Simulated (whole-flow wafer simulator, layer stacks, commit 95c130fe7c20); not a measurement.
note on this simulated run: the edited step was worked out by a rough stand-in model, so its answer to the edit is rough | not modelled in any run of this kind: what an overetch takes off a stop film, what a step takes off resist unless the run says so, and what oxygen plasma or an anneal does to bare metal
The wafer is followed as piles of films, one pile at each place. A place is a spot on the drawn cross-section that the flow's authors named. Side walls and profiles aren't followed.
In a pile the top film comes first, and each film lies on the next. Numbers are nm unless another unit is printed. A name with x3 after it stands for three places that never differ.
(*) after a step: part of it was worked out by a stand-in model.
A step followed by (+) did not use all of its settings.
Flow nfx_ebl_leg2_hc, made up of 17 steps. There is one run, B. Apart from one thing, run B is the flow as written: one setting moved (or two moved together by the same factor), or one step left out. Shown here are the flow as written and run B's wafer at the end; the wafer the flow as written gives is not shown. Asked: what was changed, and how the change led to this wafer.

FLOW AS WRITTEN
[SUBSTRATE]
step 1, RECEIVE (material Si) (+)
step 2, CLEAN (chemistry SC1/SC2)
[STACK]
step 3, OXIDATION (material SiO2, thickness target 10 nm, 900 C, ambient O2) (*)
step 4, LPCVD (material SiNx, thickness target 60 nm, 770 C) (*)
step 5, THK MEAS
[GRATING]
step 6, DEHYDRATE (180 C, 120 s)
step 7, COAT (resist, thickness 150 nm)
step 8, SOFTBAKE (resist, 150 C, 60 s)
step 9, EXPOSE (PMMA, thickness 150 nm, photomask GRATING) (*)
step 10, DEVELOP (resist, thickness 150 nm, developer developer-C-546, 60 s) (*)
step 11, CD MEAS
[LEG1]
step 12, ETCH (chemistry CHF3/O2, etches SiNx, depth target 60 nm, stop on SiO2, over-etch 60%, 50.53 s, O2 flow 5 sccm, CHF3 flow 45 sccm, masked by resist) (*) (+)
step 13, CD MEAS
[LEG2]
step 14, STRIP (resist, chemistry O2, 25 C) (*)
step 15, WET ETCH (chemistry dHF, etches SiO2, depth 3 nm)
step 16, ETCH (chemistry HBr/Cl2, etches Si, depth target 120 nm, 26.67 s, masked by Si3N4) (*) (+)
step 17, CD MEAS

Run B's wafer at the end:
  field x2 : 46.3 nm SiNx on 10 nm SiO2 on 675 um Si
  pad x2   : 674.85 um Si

Cause: step 16, ETCH: depth target 144 nm was run, while the flow as written has depth target 120 nm; step 16, ETCH: 32 s was run, where the flow has 26.67 s.

The path from the change to this, step by step:
  step 16, ETCH (chemistry HBr/Cl2, etches Si, depth target 120 nm, 26.67 s, masked by Si3N4) (*) (+)
      field x2: -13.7 SiNx (as written it would have been: -11.4 SiNx)
      pad x2: -144 Si (as written it would have been: -120 Si)
